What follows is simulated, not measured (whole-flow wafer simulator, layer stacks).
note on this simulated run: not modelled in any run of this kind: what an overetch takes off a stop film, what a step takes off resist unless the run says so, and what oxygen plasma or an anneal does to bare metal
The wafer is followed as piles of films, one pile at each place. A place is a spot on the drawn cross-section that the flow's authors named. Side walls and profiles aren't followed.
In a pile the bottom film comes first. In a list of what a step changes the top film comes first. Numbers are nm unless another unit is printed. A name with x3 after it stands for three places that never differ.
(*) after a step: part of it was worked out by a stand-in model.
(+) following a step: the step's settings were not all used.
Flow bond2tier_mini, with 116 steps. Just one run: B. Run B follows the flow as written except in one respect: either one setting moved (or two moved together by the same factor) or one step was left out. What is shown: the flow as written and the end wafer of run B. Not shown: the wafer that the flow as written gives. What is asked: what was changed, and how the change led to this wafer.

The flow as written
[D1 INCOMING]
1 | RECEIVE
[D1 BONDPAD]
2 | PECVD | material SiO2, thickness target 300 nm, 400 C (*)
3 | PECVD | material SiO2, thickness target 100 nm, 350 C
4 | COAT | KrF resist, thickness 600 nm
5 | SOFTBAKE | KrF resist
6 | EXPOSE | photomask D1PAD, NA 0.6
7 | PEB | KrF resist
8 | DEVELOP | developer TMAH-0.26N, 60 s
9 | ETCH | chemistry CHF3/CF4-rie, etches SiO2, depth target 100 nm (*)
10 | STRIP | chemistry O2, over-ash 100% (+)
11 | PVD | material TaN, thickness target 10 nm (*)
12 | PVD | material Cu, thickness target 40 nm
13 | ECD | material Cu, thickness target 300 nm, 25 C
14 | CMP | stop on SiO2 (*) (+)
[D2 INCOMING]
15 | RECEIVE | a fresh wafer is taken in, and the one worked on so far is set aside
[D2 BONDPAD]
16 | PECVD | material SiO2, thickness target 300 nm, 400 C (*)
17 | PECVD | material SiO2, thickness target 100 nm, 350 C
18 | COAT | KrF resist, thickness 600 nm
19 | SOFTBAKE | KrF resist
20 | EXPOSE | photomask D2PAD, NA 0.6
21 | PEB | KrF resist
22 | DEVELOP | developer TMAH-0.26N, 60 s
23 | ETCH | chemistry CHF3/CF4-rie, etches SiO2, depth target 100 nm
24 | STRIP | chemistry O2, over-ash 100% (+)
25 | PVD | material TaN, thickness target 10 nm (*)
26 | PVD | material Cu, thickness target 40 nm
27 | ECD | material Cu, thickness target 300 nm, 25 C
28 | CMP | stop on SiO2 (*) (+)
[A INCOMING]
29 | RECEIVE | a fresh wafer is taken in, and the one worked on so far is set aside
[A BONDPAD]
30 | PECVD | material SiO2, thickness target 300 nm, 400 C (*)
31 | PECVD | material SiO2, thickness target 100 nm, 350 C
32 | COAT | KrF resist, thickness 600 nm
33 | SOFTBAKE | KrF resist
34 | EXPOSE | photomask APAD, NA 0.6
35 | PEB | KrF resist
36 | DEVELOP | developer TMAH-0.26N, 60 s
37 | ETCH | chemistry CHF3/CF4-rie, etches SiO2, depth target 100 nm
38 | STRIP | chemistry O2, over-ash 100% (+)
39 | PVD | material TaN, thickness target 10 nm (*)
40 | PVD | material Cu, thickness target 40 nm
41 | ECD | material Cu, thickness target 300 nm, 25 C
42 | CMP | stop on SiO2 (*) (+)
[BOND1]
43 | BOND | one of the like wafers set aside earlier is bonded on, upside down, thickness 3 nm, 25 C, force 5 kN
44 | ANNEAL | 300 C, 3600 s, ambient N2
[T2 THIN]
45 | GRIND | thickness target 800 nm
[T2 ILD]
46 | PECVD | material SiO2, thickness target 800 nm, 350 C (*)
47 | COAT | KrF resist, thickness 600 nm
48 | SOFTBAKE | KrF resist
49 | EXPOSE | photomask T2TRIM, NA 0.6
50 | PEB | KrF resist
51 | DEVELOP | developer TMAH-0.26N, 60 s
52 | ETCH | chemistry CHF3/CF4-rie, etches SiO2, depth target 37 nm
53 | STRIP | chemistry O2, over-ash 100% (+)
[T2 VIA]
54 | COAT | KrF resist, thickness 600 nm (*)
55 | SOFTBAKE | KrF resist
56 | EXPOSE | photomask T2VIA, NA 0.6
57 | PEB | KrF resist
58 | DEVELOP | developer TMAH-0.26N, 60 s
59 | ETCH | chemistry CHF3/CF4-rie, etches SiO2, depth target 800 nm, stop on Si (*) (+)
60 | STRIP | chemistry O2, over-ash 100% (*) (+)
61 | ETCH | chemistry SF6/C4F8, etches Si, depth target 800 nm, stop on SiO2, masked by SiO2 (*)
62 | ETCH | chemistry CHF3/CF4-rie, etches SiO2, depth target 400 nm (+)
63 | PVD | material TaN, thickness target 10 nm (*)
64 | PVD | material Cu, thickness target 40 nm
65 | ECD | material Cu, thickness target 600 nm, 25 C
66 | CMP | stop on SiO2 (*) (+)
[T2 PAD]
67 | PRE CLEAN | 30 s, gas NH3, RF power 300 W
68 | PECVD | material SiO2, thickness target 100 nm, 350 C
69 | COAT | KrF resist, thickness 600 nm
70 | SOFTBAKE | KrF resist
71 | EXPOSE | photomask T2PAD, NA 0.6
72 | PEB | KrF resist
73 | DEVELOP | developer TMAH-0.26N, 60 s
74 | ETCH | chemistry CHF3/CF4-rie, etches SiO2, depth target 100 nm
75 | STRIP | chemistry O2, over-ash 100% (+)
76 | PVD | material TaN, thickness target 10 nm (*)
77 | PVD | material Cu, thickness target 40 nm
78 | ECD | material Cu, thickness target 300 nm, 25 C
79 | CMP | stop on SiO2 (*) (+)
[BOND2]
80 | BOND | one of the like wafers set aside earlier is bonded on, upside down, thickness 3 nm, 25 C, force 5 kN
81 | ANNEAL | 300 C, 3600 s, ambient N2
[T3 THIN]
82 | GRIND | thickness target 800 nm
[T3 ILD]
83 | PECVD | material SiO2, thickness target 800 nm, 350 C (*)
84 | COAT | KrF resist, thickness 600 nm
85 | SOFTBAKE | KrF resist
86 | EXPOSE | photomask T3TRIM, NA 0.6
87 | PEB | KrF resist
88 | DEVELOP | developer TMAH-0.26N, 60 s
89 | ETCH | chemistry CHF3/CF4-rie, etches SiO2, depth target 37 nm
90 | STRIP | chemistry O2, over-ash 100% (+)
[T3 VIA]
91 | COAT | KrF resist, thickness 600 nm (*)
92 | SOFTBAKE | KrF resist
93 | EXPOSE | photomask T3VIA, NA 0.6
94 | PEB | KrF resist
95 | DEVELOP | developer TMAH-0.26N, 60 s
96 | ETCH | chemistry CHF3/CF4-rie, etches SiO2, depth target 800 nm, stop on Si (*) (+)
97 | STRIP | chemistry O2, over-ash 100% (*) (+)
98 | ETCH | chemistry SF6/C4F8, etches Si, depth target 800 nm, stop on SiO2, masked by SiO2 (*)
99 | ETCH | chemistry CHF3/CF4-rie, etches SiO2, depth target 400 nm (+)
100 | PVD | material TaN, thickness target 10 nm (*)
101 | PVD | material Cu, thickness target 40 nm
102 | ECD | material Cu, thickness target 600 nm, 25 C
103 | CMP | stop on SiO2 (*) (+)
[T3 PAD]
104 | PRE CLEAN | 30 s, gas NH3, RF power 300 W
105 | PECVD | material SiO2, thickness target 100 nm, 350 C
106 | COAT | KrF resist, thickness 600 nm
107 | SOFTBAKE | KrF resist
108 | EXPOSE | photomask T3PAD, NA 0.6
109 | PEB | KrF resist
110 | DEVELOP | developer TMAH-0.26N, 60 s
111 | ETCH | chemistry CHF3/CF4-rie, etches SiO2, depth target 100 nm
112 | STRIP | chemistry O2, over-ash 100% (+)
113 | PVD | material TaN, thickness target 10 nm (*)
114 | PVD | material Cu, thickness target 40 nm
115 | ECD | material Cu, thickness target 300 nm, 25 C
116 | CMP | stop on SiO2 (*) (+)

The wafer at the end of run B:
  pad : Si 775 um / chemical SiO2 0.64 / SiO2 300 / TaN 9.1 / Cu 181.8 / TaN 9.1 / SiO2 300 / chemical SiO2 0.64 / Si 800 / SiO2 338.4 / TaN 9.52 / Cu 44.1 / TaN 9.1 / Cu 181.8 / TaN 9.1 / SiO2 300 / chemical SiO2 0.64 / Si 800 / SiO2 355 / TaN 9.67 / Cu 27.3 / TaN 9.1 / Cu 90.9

The reason: step 52, ETCH: depth target 53.6 nm was run, whereas the flow has depth target 37 nm.

Step by step, how the change led to this:
  52 | ETCH | chemistry CHF3/CF4-rie, etches SiO2, depth target 37 nm
      pad, via: -53.6 SiO2 (in the flow as written it would be: -37 SiO2)
      field: -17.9 KrF resist (in the flow as written it would be: -12.3 KrF resist)
  59 | ETCH | chemistry CHF3/CF4-rie, etches SiO2, depth target 800 nm, stop on Si (*) (+)
      via: -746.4 SiO2 (all of it) (in the flow as written it would be: -763 SiO2 (all of it))
  60 | STRIP | chemistry O2, over-ash 100% (*) (+)
      field: -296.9 KrF resist (all of it) (in the flow as written it would be: -303.9 KrF resist (all of it))
      pad: -343.3 KrF resist (all of it) (in the flow as written it would be: -336 KrF resist (all of it))
  65 | ECD | material Cu, thickness target 600 nm, 25 C
      pad: +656 Cu (in the flow as written it would be: +638.7 Cu)
